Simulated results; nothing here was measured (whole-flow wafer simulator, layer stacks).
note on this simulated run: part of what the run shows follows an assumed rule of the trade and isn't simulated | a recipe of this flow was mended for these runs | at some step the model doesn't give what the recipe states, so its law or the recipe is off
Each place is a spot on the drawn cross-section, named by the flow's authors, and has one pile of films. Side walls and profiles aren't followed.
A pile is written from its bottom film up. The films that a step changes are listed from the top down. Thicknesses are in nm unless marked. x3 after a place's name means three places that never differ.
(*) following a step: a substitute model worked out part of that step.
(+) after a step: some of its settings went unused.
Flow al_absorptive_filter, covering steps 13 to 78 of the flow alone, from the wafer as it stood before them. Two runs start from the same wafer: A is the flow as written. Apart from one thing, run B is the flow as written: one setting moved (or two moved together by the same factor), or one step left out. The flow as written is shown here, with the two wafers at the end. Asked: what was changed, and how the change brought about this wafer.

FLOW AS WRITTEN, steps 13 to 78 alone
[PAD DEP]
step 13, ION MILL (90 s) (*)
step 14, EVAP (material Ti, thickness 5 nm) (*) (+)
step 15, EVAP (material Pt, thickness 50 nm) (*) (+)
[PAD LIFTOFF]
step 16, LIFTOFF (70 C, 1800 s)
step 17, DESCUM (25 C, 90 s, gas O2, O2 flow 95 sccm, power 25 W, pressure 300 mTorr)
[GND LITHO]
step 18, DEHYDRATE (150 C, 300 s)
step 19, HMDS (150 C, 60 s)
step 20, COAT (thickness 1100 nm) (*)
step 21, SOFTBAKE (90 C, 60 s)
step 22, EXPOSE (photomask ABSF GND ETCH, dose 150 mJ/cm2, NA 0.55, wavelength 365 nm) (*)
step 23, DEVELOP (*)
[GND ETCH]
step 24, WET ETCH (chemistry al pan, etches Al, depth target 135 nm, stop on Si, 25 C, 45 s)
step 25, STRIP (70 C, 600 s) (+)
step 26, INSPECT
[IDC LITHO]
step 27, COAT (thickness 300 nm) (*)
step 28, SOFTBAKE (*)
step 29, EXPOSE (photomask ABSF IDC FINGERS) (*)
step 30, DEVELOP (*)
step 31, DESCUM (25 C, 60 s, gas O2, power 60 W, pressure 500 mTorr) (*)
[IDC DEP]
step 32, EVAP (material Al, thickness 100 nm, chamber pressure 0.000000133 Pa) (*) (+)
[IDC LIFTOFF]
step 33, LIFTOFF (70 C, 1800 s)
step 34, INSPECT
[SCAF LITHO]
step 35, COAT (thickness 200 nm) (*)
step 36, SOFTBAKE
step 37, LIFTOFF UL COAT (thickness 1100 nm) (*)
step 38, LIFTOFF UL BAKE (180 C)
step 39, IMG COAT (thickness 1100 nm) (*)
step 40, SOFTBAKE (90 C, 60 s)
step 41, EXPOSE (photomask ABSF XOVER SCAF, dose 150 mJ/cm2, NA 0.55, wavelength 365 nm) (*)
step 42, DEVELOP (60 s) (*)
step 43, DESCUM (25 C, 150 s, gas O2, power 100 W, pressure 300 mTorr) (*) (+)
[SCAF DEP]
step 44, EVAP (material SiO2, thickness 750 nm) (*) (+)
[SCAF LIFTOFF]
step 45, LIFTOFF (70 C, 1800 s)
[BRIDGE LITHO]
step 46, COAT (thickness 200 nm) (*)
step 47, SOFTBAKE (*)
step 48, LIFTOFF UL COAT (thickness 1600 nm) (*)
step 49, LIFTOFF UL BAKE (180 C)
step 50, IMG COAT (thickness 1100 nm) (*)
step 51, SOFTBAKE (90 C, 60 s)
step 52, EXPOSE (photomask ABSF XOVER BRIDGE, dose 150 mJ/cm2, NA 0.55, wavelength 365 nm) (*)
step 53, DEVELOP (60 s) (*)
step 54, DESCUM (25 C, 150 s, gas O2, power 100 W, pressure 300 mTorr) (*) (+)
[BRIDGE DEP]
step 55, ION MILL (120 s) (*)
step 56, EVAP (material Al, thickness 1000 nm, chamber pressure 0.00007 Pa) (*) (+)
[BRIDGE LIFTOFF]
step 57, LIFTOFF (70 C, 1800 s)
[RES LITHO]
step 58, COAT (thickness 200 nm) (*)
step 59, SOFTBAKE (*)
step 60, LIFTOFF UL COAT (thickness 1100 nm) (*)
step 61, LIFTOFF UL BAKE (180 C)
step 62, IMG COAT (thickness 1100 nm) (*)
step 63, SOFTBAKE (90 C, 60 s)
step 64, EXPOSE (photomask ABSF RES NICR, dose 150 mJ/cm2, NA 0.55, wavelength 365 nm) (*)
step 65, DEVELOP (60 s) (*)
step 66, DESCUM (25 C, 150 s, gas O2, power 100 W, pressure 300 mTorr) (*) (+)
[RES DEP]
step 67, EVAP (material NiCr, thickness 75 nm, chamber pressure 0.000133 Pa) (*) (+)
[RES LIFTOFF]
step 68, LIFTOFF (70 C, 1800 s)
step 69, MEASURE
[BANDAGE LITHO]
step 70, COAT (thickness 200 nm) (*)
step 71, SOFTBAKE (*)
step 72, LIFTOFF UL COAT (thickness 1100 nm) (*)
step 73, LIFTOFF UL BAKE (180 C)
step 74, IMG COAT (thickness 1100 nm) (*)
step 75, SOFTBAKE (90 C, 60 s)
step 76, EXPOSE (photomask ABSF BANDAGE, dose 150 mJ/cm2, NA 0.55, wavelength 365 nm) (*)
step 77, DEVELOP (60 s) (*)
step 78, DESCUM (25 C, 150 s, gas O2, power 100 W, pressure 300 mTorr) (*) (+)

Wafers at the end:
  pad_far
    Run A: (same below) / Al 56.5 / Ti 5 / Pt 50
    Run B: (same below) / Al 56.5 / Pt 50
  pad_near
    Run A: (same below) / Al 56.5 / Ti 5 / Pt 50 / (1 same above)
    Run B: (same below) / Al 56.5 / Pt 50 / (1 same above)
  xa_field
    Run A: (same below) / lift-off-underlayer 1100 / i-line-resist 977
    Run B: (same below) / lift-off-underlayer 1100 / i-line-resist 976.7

What caused this: step 14, EVAP: material Ti, thickness 5 nm (*) (+), was not run.

Step by step, how the change led to this:
  step 16, LIFTOFF (70 C, 1800 s)
      gnd, ledge, res and 9 more: A Pt loses 50 (all of it), Ti loses 5 (all of it), i-line-resist loses 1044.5 (all of it), lift-off-underlayer loses 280 (all of it) | B Pt loses 50 (all of it), i-line-resist loses 1044.5 (all of it), lift-off-underlayer loses 280 (all of it)
